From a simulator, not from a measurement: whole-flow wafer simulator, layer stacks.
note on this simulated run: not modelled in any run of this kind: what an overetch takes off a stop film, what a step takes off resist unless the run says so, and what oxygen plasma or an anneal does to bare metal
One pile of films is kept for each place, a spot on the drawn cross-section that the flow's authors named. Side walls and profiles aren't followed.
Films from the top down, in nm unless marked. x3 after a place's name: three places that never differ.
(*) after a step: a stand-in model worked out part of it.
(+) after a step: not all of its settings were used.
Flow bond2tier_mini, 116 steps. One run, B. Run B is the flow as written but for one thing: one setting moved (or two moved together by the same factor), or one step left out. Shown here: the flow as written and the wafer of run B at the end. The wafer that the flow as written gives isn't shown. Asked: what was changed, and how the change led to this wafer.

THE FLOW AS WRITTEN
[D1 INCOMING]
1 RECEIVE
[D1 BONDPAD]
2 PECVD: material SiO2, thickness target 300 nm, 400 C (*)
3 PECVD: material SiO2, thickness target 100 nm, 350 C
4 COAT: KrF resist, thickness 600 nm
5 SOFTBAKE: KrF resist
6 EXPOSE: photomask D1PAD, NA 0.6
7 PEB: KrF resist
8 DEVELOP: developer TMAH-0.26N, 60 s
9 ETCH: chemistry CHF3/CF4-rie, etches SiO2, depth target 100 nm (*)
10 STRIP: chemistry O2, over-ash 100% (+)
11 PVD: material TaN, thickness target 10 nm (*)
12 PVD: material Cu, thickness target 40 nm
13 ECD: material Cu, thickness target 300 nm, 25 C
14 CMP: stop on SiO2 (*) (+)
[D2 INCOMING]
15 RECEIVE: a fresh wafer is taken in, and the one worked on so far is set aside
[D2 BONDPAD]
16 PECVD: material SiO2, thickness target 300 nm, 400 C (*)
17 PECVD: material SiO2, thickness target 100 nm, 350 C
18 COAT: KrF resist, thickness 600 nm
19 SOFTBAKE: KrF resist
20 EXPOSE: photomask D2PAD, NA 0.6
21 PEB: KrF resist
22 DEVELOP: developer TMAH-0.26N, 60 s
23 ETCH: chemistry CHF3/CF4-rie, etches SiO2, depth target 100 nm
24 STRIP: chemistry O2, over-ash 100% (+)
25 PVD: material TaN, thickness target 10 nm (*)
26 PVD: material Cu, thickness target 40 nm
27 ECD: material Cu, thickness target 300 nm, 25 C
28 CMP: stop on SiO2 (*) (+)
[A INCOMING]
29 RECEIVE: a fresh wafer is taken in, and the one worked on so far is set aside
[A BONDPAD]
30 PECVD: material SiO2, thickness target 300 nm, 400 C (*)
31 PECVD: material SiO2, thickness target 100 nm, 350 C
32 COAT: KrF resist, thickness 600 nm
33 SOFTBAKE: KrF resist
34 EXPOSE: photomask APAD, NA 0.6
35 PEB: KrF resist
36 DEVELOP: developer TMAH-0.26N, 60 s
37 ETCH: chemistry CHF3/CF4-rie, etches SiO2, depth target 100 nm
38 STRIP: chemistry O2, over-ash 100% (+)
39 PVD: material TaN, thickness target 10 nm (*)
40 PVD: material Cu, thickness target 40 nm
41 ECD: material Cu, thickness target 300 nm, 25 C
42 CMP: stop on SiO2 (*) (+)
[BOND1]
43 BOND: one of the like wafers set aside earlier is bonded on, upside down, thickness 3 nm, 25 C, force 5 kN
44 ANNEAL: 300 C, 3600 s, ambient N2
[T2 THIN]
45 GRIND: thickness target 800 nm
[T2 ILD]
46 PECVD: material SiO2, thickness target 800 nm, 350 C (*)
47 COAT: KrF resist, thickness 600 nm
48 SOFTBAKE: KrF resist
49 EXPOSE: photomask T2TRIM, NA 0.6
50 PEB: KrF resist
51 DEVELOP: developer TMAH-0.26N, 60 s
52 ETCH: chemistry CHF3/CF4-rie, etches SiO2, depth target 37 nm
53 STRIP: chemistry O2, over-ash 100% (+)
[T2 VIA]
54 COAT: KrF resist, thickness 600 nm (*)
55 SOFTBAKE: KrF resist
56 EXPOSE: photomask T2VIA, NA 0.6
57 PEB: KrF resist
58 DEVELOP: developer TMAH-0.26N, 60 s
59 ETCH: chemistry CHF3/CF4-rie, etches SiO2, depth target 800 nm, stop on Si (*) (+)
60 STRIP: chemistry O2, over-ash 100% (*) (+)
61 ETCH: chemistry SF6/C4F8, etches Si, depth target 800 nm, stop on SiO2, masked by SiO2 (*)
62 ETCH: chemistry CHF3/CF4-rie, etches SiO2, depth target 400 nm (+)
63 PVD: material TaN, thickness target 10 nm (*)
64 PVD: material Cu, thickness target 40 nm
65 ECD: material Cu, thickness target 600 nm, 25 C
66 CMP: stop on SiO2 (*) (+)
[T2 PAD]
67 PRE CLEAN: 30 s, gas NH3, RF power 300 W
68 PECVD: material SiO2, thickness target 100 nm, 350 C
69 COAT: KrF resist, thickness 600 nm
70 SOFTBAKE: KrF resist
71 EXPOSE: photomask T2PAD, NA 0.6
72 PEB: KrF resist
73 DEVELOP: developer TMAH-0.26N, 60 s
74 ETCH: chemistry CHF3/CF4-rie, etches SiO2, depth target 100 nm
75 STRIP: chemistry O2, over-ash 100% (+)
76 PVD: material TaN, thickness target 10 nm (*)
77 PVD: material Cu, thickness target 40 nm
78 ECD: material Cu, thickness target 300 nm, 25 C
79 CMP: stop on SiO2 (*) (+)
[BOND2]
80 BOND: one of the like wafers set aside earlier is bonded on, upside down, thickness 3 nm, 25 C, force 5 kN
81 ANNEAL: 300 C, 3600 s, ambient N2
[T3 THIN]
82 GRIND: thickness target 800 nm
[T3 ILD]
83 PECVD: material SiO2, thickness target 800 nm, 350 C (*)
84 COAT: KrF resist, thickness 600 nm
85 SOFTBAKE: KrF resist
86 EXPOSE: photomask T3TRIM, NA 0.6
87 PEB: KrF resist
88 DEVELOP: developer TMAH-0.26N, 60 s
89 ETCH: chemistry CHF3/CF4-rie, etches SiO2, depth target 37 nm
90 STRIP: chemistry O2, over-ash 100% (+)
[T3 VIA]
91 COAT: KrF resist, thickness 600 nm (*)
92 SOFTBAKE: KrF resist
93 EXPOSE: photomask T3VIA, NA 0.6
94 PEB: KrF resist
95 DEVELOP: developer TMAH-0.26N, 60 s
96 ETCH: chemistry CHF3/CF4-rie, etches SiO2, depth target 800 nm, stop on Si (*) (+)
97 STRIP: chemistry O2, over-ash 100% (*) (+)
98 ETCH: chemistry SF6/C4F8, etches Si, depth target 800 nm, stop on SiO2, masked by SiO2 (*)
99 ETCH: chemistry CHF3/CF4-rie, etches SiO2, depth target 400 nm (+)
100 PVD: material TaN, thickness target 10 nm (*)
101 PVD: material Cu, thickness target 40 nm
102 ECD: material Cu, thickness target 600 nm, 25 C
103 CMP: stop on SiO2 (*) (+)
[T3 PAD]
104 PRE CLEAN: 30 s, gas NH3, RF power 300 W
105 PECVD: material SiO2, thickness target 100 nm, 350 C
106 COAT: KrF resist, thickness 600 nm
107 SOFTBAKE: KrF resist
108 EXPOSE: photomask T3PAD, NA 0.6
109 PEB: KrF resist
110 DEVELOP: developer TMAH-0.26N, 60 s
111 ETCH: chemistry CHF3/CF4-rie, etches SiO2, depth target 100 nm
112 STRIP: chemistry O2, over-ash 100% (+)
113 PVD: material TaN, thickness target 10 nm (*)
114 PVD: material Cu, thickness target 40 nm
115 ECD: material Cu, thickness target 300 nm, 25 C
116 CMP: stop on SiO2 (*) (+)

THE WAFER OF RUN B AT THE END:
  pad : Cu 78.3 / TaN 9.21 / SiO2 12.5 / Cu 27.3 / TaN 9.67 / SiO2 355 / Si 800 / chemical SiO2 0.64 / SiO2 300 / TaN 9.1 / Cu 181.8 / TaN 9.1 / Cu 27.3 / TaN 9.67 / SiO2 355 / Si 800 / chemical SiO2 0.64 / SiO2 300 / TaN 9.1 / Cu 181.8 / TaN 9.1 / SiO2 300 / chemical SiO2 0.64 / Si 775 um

The cause: step 111, ETCH: depth target 87.5 nm was run, where the flow has depth target 100 nm.

How the change led to this, step by step:
  111 ETCH: chemistry CHF3/CF4-rie, etches SiO2, depth target 100 nm
      pad: SiO2 -87.5 (as written it would be: SiO2 -100 (all of it))
      field: KrF resist -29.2 (as written it would be: KrF resist -33.3)
  115 ECD: material Cu, thickness target 300 nm, 25 C
      pad: Cu +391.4 (as written it would be: Cu +404.5)
Counting metal films that touch as one body, pad has 4 bodies (between them, from the top down: SiO2 12.5; SiO2 355 / Si 800 / chemical SiO2 0.64 / SiO2 300; SiO2 355 / Si 800 / chemical SiO2 0.64 / SiO2 300); the flow as written gives 3 bodies (between them, from the top down: SiO2 355 / Si 800 / chemical SiO2 0.64 / SiO2 300; SiO2 355 / Si 800 / chemical SiO2 0.64 / SiO2 300).
